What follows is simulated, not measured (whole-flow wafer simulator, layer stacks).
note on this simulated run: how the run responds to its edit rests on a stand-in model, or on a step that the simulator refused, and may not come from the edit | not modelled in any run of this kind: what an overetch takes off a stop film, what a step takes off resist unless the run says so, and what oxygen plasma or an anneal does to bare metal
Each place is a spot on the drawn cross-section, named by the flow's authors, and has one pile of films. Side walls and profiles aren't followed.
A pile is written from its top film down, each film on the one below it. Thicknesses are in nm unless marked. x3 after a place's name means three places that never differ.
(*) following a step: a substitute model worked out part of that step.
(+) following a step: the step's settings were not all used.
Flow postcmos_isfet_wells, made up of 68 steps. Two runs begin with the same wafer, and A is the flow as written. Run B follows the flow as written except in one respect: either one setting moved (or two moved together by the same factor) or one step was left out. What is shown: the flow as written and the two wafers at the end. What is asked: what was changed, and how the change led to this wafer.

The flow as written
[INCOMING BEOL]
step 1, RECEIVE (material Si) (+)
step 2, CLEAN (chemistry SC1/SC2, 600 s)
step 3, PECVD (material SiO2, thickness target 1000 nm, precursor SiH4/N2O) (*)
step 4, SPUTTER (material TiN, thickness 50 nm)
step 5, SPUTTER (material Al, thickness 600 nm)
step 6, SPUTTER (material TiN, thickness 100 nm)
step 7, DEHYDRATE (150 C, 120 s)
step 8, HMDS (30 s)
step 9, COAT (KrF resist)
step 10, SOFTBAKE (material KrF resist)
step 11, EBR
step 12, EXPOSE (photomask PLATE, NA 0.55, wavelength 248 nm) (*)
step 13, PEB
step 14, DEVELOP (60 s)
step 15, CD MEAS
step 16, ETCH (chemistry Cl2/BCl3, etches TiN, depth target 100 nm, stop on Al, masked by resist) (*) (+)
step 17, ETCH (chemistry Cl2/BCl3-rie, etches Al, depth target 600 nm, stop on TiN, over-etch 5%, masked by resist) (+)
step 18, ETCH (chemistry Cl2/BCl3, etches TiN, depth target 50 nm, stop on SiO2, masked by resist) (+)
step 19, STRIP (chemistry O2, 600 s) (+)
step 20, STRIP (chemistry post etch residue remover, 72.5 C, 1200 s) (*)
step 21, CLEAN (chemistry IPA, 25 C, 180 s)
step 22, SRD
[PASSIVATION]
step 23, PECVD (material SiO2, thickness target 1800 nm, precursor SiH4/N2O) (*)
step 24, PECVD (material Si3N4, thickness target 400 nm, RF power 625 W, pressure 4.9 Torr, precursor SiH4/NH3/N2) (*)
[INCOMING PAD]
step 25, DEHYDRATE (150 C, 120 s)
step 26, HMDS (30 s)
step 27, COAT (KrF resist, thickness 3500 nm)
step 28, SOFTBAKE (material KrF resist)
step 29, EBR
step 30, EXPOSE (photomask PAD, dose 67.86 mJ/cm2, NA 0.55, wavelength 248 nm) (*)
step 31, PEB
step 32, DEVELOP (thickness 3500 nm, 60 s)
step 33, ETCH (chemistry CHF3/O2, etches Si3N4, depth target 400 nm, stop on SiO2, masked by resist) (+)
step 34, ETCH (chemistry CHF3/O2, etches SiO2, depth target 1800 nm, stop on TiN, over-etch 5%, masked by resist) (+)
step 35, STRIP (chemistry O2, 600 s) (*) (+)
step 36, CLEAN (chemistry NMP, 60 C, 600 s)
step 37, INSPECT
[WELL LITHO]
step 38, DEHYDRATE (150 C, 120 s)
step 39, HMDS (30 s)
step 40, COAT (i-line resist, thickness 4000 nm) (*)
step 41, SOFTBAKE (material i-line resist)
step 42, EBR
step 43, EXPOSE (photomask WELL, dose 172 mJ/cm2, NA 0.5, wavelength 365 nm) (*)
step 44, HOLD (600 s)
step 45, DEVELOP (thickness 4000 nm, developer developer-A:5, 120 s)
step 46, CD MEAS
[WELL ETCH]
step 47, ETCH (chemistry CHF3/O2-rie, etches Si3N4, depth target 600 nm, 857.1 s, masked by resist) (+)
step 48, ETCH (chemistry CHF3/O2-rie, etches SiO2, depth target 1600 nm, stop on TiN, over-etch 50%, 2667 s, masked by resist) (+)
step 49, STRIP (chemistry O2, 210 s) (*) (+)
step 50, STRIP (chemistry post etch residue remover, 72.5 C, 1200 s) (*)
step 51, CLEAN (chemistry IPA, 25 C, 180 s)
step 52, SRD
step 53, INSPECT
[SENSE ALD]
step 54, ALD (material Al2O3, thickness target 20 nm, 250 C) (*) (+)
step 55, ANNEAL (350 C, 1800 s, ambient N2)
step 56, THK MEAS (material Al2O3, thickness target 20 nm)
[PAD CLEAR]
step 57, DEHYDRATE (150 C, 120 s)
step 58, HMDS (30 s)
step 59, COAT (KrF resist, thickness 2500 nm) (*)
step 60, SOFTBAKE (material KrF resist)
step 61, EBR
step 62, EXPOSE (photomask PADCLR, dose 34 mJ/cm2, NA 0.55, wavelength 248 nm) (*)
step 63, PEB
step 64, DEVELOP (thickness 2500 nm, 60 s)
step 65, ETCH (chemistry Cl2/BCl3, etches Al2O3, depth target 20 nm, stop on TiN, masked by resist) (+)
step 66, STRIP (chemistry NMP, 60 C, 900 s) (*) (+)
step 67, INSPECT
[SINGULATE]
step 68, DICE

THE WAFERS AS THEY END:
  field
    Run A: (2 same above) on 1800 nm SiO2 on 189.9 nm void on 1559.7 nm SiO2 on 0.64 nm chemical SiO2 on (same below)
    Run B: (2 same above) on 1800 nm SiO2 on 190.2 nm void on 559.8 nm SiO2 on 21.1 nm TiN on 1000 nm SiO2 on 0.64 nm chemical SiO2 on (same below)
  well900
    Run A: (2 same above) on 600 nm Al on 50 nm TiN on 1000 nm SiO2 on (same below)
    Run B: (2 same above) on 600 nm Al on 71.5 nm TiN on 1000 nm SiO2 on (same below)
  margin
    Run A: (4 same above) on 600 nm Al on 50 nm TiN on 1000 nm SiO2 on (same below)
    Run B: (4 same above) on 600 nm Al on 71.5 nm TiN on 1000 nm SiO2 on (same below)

Cause: step 4, SPUTTER: thickness 71.5 nm was run, though the flow has thickness 50 nm.
The wafer itself shows it: well900 has TiN 71.5, and step 4 as written asks for 50 nm.

How this came from the change, step by step:
  step 4, SPUTTER (material TiN, thickness 50 nm)
      field, margin, well900, well1300 x3, pad_rim, pad_clr, pad_open: A +50 TiN (new film) | B +71.5 TiN (new film)
  step 18, ETCH (chemistry Cl2/BCl3, etches TiN, depth target 50 nm, stop on SiO2, masked by resist) (+)
      field: A -50 TiN (all of it) | B -50 TiN
  step 23, PECVD (material SiO2, thickness target 1800 nm, precursor SiH4/N2O) (*)
      field: A +1800 SiO2 (new film), +189.9 void (new film), +559.7 SiO2 | B +1800 SiO2 (new film), +190.2 void (new film), +559.8 SiO2 (new film)
With metal films that touch counted as one body, field has 1 body; the flow as written gives 0 bodies.
